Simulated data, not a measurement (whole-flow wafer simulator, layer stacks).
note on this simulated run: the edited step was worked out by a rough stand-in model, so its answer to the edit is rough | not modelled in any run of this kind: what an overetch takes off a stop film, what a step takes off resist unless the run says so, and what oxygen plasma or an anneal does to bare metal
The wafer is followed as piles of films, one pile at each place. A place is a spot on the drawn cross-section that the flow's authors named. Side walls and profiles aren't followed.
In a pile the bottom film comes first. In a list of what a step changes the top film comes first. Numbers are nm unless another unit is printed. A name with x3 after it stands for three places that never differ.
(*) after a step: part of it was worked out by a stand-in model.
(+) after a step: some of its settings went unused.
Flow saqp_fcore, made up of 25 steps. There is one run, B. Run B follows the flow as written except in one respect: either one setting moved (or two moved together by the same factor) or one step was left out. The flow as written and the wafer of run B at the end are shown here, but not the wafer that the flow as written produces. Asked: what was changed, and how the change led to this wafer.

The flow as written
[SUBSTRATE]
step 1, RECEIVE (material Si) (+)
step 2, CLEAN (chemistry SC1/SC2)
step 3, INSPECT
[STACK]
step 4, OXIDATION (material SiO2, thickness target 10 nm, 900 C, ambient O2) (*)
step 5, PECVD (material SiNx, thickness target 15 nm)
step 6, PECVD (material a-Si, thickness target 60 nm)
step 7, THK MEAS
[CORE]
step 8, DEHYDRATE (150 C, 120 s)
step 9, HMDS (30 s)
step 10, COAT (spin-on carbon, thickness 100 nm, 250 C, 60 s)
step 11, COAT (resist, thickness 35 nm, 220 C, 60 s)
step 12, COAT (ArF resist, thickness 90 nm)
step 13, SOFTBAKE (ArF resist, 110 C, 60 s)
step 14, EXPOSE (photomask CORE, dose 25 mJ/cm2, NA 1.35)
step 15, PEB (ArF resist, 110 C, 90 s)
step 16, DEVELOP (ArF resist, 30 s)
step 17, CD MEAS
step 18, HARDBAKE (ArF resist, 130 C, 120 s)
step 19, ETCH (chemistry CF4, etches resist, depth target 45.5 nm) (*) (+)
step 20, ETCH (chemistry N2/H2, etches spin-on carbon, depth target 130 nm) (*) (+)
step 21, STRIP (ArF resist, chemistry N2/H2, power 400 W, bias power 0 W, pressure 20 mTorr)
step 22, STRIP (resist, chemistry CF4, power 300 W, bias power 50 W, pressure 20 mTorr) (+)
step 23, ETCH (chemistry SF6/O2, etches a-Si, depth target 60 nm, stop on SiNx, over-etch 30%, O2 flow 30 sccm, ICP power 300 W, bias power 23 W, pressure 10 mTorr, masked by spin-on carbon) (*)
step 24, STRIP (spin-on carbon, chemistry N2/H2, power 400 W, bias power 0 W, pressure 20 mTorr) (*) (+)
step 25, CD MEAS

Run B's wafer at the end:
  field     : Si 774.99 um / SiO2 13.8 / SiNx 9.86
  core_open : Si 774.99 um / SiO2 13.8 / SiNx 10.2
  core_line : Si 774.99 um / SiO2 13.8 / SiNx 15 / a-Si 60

What caused this: step 4, OXIDATION: thickness target 13.8 nm was run, though the flow has thickness target 10 nm.
One can read it off the wafer: field has SiO2 13.8, and step 4 as written asks for 10 nm.

How this came from the change, step by step:
  step 4, OXIDATION (material SiO2, thickness target 10 nm, 900 C, ambient O2) (*)
      field, core_open, core_line: +13.8 SiO2 (new film), -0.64 chemical SiO2 (all of it), -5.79 Si (in the flow as written it would be: +10 SiO2 (new film), -0.64 chemical SiO2 (all of it), -4.12 Si)
